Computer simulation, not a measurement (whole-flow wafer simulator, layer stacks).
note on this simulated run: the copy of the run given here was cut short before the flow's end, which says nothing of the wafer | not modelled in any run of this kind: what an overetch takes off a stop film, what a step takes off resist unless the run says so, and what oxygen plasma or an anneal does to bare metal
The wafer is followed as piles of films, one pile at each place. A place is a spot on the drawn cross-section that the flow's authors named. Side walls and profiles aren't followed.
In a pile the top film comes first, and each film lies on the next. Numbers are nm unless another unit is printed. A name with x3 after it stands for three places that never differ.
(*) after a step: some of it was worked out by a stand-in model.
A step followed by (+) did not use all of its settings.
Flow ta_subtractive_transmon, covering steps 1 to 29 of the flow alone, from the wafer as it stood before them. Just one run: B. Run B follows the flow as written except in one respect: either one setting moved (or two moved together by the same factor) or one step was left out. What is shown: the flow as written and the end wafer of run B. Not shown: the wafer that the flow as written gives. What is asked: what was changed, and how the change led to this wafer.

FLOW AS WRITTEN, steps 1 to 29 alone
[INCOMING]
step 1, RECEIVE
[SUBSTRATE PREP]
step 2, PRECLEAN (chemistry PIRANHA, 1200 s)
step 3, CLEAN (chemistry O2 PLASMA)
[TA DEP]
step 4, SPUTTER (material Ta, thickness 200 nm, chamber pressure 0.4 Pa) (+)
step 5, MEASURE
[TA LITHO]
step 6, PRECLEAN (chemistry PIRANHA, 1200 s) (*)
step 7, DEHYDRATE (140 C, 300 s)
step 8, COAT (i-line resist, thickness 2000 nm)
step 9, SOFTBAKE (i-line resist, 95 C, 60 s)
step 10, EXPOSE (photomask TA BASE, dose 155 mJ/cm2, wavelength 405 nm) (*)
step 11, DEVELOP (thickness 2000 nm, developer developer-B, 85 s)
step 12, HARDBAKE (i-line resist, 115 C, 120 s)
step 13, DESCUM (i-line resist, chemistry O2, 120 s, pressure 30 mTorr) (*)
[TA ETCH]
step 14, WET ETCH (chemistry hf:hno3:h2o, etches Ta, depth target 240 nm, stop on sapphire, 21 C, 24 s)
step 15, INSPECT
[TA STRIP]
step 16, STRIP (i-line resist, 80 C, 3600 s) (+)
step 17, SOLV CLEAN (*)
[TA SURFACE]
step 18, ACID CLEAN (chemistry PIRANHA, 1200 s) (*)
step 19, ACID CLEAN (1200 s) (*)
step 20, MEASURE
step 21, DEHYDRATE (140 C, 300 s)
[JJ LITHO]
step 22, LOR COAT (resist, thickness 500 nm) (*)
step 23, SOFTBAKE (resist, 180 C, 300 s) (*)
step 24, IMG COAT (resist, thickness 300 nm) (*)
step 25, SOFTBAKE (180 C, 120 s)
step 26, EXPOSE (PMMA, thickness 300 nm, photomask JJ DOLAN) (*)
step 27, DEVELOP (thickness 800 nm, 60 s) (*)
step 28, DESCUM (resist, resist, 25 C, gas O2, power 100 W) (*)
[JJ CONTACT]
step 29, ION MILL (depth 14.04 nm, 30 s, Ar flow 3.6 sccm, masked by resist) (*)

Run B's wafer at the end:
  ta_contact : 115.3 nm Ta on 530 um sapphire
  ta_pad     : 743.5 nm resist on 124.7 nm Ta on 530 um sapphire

Cause: step 4, SPUTTER: thickness 125 nm was run, though the flow has thickness 200 nm.

Step by step, how the change led to this:
  step 4, SPUTTER (material Ta, thickness 200 nm, chamber pressure 0.4 Pa) (+)
      field x2, jj_line, lead, ta_contact, ta_pad: +125 Ta (new film) (in the flow as written it would be: +200 Ta (new film))
  step 14, WET ETCH (chemistry hf:hno3:h2o, etches Ta, depth target 240 nm, stop on sapphire, 21 C, 24 s)
      field x2, jj_line, lead: -125 Ta (all of it) (in the flow as written it would be: -200 Ta (all of it))
  step 22, LOR COAT (resist, thickness 500 nm) (*)
      lead: +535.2 resist (new film) (in the flow as written it would be: +554.8 resist (new film))
      ta_contact: +463.6 resist (new film) (in the flow as written it would be: +443.8 resist (new film))
  step 24, IMG COAT (resist, thickness 300 nm) (*)
      ta_pad: +288.1 resist (in the flow as written it would be: +281.3 resist)
  step 27, DEVELOP (thickness 800 nm, 60 s) (*)
      lead: -843 resist (all of it) (in the flow as written it would be: -867.4 resist (all of it))
      ta_contact: -756 resist (all of it) (in the flow as written it would be: -731.2 resist (all of it))
